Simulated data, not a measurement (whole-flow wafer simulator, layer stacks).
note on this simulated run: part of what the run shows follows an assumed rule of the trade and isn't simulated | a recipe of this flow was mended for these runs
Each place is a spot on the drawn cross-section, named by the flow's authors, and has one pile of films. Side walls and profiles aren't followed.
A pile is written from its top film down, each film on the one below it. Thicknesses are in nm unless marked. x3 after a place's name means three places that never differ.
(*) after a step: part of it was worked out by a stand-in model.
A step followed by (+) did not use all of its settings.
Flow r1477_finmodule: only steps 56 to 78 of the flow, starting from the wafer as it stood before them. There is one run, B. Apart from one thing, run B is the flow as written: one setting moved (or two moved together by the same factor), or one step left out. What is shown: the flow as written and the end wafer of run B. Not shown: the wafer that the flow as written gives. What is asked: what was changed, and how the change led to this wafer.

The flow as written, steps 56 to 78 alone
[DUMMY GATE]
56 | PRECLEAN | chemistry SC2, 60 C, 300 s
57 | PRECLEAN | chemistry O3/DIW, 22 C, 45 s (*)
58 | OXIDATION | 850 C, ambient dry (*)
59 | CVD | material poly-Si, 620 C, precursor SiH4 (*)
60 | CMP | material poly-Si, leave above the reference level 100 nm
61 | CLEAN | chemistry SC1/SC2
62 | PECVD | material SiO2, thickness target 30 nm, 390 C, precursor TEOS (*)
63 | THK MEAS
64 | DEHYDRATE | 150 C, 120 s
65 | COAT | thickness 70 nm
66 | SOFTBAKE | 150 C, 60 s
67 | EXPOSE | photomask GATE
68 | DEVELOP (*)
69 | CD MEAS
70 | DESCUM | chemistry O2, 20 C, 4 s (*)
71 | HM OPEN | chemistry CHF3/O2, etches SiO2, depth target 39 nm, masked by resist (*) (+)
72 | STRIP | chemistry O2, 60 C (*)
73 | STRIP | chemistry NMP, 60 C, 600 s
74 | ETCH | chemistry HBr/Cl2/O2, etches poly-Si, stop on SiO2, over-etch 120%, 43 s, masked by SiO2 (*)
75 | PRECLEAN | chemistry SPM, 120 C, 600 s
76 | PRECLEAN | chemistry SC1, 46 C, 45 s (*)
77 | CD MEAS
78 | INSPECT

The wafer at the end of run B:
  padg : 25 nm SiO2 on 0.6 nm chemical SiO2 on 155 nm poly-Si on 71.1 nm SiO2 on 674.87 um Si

What caused this: step 62, PECVD: thickness target 32.5 nm was run, while the flow as written has thickness target 30 nm.

How this came from the change, step by step:
  62 | PECVD | material SiO2, thickness target 30 nm, 390 C, precursor TEOS (*)
      pad, padg, elg x7 and 27 more: +32.5 SiO2 (new film) (as written it would have been: +30 SiO2 (new film))
  71 | HM OPEN | chemistry CHF3/O2, etches SiO2, depth target 39 nm, masked by resist (*) (+)
      pad, elo x7, eso x6, e200so, s40co x3: -32.5 SiO2 (all of it), -0.6 chemical SiO2 (all of it), -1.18 poly-Si (as written it would have been: -30 SiO2 (all of it), -0.6 chemical SiO2 (all of it), -1.68 poly-Si)
